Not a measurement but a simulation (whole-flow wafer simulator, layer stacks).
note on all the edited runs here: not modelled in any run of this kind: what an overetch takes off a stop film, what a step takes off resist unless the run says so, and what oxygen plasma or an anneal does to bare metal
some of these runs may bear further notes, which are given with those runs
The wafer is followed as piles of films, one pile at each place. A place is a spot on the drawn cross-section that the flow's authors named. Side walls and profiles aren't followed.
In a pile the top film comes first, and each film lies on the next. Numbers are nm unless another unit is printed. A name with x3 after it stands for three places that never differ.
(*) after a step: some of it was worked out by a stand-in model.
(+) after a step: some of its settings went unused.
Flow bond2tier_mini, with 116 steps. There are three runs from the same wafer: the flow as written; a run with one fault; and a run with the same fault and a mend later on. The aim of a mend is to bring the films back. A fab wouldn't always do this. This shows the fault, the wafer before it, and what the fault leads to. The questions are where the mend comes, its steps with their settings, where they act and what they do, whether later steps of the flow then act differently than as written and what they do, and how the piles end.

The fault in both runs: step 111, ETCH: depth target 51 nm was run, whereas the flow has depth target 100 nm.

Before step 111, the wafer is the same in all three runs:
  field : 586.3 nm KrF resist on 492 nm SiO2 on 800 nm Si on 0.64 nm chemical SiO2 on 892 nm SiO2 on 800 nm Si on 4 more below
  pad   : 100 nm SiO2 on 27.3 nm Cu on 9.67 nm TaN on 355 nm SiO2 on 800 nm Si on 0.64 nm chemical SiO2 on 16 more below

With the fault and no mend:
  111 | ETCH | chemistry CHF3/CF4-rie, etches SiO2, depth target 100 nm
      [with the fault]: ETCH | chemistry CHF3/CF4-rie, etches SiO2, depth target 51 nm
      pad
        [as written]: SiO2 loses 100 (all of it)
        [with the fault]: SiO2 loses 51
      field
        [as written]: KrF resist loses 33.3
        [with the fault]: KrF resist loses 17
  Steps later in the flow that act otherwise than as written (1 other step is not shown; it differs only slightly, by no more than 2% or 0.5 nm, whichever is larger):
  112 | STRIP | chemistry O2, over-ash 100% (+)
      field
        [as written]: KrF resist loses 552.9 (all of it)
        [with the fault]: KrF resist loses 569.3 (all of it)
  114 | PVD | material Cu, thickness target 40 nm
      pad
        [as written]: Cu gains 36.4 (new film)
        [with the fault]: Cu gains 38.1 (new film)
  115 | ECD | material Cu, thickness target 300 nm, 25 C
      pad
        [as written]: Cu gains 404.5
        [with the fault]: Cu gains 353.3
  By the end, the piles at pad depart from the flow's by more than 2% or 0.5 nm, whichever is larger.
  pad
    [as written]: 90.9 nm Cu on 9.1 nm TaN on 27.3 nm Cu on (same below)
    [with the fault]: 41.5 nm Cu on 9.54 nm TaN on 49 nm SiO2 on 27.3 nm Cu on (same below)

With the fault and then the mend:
  After step 112 comes the mend.
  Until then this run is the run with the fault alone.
  112a | COAT | KrF resist, thickness 600 nm (*) (the flow's step 106 again)
      field
        KrF resist gains 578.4 (new film)
      pad
        KrF resist gains 622.6 (new film)
  112b | SOFTBAKE | KrF resist (the flow's step 107 again)
      alters no film at any place that is followed
  112c | EXPOSE | photomask T3PAD, NA 0.6 (the flow's step 108 again)
      alters no film at any place that is followed
  112d | PEB | KrF resist (the flow's step 109 again)
      alters no film at any place that is followed
  112e | DEVELOP | developer TMAH-0.26N, 60 s (the flow's step 110 again)
      field
        KrF resist loses 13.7
      pad
        KrF resist loses 622.6 (all of it)
  112f | ETCH | chemistry CHF3/CF4-rie, etches SiO2, depth target 49 nm (the flow's step 111 again, with other settings)
      field
        KrF resist loses 16.3
      pad
        SiO2 loses 49 (all of it)
  112g | STRIP | chemistry O2, over-ash 100% (+) (the flow's step 112 again)
      field
        KrF resist loses 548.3 (all of it)
  Later steps of the flow that are run all act as written at every place that is followed.
  The piles end the same as the flow's at every place that both follow.
